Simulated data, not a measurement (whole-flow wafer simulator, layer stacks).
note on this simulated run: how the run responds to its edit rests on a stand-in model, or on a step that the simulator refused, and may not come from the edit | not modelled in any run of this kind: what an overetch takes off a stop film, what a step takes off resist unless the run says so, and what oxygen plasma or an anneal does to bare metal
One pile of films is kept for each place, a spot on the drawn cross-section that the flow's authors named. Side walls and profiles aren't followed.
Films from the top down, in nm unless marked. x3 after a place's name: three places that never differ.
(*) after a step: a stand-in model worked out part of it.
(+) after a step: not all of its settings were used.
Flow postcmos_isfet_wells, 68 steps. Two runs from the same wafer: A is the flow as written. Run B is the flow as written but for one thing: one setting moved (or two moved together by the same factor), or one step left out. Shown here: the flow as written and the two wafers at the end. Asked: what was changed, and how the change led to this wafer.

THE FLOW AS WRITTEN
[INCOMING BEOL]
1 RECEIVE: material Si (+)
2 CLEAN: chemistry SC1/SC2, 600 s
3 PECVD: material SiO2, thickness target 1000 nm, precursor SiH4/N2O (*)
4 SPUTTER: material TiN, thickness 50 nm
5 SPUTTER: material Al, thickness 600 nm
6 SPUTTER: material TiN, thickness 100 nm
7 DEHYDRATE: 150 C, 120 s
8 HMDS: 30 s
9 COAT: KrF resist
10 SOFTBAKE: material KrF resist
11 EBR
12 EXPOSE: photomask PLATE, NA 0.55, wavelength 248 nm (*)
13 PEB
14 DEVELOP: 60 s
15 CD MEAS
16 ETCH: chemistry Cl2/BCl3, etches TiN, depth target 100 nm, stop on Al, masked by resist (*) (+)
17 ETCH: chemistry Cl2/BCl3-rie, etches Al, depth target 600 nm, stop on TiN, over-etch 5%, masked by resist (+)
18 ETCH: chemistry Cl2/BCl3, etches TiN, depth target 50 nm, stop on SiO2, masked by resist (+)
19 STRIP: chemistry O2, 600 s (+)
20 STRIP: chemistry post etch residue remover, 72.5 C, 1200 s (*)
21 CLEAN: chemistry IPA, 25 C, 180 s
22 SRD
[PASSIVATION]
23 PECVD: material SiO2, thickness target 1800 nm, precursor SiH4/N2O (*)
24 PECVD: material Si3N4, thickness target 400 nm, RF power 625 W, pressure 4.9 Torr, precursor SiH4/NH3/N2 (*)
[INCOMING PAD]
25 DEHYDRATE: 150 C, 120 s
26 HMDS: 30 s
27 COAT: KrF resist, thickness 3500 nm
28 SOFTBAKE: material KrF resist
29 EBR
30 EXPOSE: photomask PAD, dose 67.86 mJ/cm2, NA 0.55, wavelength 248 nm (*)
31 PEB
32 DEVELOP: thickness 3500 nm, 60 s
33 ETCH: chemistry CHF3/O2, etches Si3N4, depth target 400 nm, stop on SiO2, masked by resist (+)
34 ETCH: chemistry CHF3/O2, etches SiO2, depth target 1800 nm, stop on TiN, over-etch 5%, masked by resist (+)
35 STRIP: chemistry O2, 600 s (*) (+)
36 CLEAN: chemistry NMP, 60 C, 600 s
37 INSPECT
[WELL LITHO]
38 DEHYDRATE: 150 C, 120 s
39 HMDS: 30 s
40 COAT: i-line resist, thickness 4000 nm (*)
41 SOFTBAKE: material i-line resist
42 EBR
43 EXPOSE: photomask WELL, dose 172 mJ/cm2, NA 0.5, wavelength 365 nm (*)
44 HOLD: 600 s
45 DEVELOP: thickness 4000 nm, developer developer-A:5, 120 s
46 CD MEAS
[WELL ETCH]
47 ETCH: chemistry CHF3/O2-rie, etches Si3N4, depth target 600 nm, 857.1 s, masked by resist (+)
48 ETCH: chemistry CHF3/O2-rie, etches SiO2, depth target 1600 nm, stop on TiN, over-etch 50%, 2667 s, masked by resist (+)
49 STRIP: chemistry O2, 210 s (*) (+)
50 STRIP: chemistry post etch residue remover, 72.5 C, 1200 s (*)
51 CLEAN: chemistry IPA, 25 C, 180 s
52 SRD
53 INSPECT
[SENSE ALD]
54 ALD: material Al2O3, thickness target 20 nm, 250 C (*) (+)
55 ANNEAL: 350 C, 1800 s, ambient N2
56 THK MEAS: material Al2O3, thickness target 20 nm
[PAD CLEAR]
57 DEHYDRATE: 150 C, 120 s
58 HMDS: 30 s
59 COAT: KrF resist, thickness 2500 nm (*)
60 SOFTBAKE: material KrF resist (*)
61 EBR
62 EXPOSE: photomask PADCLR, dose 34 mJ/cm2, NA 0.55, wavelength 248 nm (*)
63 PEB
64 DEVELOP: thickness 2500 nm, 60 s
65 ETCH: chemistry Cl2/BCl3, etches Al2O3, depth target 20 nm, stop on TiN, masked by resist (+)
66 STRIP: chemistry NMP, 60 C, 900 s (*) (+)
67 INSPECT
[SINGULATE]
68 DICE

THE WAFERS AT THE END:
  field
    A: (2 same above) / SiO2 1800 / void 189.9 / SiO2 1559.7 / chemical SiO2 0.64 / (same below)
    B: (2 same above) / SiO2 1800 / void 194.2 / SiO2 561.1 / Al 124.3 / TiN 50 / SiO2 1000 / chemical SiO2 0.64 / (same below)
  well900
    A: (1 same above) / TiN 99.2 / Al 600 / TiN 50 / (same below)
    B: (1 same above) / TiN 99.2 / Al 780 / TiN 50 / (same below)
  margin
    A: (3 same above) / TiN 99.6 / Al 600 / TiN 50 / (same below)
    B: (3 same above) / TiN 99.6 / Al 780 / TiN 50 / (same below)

The cause: step 5, SPUTTER: thickness 780 nm was run, where the flow has thickness 600 nm.
It can be read off the wafer: well900 has Al 780, and step 5 as written asks for 600 nm.

How the change led to this, step by step:
  5 SPUTTER: material Al, thickness 600 nm
      field, margin, well900, well1300 x3, pad_rim, pad_clr, pad_open: A Al +600 (new film) | B Al +780 (new film)
  17 ETCH: chemistry Cl2/BCl3-rie, etches Al, depth target 600 nm, stop on TiN, over-etch 5%, masked by resist (+)
      field: A Al -600 (all of it) | B Al -600
  18 ETCH: chemistry Cl2/BCl3, etches TiN, depth target 50 nm, stop on SiO2, masked by resist (+)
      field: A TiN -50 (all of it) | B Al -50
  20 STRIP: chemistry post etch residue remover, 72.5 C, 1200 s (*)
      field: A nothing | B Al -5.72
  23 PECVD: material SiO2, thickness target 1800 nm, precursor SiH4/N2O (*)
      field: A SiO2 +1800 (new film), void +189.9 (new film), SiO2 +559.7 | B SiO2 +1800 (new film), void +194.2 (new film), SiO2 +561.1 (new film)
Counting metal films that touch as one body, field has 1 body; the flow as written gives 0 bodies.
